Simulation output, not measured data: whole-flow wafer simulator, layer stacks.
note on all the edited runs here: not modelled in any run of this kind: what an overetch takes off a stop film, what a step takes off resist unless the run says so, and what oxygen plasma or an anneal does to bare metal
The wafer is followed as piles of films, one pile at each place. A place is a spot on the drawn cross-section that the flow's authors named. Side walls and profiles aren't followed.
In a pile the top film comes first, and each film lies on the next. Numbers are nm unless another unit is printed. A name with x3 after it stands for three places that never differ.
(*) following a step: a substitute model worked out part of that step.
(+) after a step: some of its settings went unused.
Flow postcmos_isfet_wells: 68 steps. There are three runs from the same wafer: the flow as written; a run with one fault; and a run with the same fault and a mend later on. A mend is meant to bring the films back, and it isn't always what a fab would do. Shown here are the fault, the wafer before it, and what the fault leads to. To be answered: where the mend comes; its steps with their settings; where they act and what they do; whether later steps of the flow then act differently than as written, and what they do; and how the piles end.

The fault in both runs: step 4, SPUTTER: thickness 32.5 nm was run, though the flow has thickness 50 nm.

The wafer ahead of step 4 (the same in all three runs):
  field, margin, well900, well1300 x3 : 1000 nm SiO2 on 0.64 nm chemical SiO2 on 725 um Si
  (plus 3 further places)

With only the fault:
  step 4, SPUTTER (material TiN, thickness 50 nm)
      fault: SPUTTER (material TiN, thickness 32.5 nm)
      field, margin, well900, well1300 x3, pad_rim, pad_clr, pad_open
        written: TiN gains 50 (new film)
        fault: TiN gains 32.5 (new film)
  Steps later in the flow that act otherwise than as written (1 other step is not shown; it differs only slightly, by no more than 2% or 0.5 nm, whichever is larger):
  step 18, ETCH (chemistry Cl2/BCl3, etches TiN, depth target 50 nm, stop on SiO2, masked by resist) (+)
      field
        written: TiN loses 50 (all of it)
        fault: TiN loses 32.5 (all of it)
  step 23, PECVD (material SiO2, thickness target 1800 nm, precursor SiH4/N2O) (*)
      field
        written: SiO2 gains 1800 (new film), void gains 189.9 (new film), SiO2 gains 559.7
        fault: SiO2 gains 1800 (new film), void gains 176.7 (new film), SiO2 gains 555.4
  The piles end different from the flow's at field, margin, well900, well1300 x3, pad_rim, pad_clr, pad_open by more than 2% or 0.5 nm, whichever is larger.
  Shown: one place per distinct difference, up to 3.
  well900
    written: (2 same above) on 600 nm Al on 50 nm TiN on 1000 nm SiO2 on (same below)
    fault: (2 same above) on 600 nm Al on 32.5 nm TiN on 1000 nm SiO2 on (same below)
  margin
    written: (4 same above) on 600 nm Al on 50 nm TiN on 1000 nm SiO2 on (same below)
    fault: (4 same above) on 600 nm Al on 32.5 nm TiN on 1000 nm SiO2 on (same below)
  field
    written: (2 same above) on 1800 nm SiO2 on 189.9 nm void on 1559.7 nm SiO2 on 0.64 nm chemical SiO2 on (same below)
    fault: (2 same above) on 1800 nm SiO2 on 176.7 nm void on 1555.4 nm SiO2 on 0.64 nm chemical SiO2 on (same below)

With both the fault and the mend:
  The mend follows step 4.
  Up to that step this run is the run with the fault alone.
  step 4a, SPUTTER (material TiN, thickness 17.5 nm) (a further turn of the flow's step 4, with different settings)
      field, margin, well900, well1300 x3, pad_rim, pad_clr, pad_open
        TiN gains 17.5
  None of the later steps of the flow acts differently than as written at any place that is followed.
  At every place that both follow, the piles at the end match the flow's.
